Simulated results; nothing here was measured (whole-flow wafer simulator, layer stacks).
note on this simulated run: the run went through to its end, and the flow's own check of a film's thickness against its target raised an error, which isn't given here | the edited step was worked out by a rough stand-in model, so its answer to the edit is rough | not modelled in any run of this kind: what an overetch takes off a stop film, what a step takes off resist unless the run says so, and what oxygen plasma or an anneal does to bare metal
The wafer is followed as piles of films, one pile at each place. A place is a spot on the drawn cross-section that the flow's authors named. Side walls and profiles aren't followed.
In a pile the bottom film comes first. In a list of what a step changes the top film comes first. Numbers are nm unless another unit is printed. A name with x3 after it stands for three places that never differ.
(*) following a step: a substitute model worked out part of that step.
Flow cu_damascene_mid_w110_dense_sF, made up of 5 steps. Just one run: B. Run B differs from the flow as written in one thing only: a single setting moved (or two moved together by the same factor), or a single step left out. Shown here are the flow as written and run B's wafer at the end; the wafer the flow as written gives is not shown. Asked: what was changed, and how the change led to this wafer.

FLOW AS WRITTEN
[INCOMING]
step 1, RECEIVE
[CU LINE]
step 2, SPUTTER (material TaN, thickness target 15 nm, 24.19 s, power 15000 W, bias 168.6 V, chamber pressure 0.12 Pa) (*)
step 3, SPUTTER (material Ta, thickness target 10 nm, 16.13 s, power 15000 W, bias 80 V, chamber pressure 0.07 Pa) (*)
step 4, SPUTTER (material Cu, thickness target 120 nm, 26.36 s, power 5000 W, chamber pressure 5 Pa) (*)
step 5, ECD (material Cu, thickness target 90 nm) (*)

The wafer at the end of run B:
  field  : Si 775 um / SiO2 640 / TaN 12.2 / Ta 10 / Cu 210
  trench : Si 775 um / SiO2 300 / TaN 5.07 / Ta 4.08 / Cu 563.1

Cause: step 2, SPUTTER: power 12220 W was run, whereas the flow has power 15000 W.

Step by step, how the change led to this:
  step 2, SPUTTER (material TaN, thickness target 15 nm, 24.19 s, power 15000 W, bias 168.6 V, chamber pressure 0.12 Pa) (*)
      field: TaN gains 12.2 (new film) (in the flow as written it would be: TaN gains 15 (new film))
      trench: TaN gains 5.07 (new film) (in the flow as written it would be: TaN gains 6.23 (new film))
